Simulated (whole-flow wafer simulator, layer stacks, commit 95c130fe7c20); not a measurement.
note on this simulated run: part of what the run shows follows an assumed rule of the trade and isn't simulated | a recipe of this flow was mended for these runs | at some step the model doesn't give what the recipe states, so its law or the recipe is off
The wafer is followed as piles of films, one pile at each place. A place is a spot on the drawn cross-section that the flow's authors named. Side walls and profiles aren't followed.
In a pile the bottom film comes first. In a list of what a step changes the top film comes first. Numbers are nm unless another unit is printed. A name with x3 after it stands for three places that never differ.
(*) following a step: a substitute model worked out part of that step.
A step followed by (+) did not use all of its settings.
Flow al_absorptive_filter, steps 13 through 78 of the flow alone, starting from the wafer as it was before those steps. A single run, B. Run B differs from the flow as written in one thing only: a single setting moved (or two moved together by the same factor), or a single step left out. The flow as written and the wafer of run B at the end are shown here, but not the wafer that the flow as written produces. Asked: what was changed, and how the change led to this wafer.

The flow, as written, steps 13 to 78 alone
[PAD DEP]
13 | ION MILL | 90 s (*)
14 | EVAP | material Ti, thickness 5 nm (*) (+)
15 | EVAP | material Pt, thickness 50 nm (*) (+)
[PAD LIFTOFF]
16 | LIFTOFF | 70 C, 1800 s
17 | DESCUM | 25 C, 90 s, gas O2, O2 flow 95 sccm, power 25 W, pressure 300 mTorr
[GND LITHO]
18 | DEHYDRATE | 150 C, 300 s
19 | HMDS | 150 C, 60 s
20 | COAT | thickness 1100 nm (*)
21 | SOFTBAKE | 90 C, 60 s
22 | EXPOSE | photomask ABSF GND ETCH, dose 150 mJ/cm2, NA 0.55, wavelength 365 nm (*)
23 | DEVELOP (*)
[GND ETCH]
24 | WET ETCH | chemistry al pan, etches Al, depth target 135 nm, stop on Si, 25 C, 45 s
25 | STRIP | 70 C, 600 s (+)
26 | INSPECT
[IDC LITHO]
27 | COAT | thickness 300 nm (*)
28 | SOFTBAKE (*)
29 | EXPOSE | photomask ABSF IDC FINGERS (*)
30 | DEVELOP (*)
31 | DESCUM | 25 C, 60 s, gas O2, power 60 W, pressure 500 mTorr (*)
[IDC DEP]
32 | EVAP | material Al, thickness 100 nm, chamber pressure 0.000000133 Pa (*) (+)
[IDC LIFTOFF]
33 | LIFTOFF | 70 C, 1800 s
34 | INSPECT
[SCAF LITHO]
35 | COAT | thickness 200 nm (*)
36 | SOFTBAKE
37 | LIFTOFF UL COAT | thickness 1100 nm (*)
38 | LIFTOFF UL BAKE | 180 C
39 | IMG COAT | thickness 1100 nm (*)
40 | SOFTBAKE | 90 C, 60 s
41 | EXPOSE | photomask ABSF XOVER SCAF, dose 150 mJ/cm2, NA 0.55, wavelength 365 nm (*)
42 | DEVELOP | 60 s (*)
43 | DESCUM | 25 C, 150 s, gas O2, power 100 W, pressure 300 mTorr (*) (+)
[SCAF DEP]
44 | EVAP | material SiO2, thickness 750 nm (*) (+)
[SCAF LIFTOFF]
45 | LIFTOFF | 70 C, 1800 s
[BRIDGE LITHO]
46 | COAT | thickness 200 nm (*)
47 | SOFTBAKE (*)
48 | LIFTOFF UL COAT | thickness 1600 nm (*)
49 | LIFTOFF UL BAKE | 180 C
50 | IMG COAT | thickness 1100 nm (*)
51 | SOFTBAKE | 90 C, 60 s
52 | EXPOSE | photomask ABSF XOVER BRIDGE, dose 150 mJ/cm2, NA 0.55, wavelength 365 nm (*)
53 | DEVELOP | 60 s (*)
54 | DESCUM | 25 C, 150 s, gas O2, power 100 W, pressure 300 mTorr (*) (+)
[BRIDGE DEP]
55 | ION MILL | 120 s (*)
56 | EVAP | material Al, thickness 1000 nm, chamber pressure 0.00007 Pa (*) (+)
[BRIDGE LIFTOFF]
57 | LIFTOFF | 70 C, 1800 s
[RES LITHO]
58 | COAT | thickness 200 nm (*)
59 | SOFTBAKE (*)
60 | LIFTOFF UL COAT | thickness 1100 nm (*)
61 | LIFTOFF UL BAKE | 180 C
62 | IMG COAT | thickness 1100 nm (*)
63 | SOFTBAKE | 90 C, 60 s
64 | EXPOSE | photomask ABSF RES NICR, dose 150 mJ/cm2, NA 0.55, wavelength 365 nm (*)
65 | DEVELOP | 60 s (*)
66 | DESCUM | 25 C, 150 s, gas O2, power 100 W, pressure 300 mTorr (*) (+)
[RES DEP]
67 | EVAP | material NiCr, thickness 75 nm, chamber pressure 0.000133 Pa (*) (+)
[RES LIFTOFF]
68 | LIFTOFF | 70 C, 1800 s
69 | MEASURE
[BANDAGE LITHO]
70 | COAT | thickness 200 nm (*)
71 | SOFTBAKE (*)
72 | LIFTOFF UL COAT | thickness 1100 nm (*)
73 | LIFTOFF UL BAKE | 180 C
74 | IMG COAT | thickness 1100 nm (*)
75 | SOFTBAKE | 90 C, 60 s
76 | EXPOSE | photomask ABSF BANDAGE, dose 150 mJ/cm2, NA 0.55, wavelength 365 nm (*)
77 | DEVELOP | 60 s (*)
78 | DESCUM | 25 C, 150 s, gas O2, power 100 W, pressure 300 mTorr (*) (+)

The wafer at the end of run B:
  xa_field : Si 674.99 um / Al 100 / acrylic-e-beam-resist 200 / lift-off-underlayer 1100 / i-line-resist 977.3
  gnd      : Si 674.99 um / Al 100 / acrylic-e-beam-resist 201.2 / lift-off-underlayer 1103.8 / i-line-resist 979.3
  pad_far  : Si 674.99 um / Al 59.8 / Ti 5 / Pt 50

What caused this: step 13, ION MILL: 80 s was run, though the flow has 90 s.

The path from the change to this, step by step:
  13 | ION MILL | 90 s (*)
      gnd, ledge, res and 9 more: i-line-resist loses 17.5 (in the flow as written it would be: i-line-resist loses 19.6)
      pad_far, pad_near: Al loses 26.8 (in the flow as written it would be: Al loses 30.2)
